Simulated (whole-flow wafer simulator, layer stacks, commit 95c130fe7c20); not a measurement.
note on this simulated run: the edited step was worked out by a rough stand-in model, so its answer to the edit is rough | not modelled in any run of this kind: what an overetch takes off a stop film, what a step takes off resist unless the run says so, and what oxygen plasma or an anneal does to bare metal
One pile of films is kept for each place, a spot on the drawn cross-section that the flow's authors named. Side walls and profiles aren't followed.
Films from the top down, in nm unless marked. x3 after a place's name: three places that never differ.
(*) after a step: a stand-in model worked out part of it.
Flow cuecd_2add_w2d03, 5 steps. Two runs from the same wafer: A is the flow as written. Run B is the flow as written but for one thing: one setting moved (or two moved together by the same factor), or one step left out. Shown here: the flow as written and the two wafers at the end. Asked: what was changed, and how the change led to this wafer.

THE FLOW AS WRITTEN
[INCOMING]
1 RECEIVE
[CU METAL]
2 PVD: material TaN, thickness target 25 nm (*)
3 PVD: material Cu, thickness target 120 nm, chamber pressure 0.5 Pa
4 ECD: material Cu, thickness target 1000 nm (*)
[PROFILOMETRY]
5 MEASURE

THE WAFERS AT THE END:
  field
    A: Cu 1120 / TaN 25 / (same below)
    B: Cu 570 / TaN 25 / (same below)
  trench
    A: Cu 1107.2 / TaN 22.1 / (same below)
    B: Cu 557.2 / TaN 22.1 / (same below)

The cause: step 4, ECD: thickness target 450 nm was run, where the flow has thickness target 1000 nm.

How the change led to this, step by step:
  4 ECD: material Cu, thickness target 1000 nm (*)
      field, trench: A Cu +1000 | B Cu +450
